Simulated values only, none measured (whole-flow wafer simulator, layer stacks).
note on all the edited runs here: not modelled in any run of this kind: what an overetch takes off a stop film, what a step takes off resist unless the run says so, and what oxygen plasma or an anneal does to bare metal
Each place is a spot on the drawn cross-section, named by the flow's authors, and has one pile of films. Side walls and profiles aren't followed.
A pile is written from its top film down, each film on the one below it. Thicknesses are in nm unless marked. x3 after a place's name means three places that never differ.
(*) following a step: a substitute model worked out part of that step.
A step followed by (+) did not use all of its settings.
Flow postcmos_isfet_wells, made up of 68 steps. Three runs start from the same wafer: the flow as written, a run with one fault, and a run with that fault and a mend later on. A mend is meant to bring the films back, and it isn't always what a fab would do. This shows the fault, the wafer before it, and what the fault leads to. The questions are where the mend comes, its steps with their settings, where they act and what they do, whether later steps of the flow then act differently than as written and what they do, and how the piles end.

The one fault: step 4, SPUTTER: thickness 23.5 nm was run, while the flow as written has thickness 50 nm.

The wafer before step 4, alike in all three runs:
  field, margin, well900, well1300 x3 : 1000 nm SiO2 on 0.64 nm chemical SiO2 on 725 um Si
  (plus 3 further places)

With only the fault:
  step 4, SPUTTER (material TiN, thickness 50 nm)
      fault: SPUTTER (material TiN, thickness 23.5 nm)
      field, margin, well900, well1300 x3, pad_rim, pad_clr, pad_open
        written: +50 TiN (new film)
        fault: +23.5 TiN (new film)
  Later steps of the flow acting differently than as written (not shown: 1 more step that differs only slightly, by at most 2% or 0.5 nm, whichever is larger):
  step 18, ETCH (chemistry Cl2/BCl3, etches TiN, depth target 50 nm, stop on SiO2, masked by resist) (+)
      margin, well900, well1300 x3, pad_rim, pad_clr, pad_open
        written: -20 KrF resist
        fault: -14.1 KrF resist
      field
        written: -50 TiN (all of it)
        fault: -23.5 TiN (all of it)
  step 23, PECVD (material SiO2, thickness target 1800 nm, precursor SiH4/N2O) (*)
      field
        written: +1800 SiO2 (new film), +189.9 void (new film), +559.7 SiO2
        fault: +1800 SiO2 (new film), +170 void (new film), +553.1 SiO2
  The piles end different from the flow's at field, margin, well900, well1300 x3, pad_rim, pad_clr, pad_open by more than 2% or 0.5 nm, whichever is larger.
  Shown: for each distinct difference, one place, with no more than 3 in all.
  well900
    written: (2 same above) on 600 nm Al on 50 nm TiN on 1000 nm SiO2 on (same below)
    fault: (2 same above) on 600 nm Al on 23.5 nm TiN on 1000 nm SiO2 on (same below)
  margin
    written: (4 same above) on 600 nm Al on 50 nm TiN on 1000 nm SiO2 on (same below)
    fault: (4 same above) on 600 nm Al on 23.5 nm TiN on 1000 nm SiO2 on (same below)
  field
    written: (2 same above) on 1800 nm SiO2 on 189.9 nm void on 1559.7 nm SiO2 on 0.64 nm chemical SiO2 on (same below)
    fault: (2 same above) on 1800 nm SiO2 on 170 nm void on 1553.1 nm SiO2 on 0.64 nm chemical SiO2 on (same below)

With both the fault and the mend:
  After step 4 comes the mend.
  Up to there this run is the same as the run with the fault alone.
  step 4a, SPUTTER (material TiN, thickness 26.5 nm) (a further turn of the flow's step 4, with different settings)
      field, margin, well900, well1300 x3, pad_rim, pad_clr, pad_open
        +26.5 TiN
  Later steps of the flow that are run all act as written at every place that is followed.
  At every place that both follow, the piles at the end match the flow's.
